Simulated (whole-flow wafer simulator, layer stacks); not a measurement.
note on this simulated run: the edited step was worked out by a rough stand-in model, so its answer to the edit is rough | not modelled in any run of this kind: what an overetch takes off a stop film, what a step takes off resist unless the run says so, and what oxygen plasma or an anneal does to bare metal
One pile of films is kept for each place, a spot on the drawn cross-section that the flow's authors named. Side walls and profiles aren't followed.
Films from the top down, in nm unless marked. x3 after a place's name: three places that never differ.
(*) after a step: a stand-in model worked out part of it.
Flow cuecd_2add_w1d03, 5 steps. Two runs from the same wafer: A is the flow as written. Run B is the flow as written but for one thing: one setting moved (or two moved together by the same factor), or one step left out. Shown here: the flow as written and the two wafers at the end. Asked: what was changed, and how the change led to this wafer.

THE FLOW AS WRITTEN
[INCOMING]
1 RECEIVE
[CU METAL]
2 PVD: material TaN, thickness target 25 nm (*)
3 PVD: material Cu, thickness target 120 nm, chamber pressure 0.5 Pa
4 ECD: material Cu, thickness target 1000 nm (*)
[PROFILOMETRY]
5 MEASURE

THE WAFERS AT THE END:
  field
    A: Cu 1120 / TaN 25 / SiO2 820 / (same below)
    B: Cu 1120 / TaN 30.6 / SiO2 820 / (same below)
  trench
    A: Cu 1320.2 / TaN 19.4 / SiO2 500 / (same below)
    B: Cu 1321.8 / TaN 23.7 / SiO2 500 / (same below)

The cause: step 2, PVD: thickness target 30.6 nm was run, where the flow has thickness target 25 nm.
It can be read off the wafer: field has TaN 30.6, and step 2 as written asks for 25 nm.

How the change led to this, step by step:
  2 PVD: material TaN, thickness target 25 nm (*)
      field: A TaN +25 (new film) | B TaN +30.6 (new film)
      trench: A TaN +19.4 (new film) | B TaN +23.7 (new film)
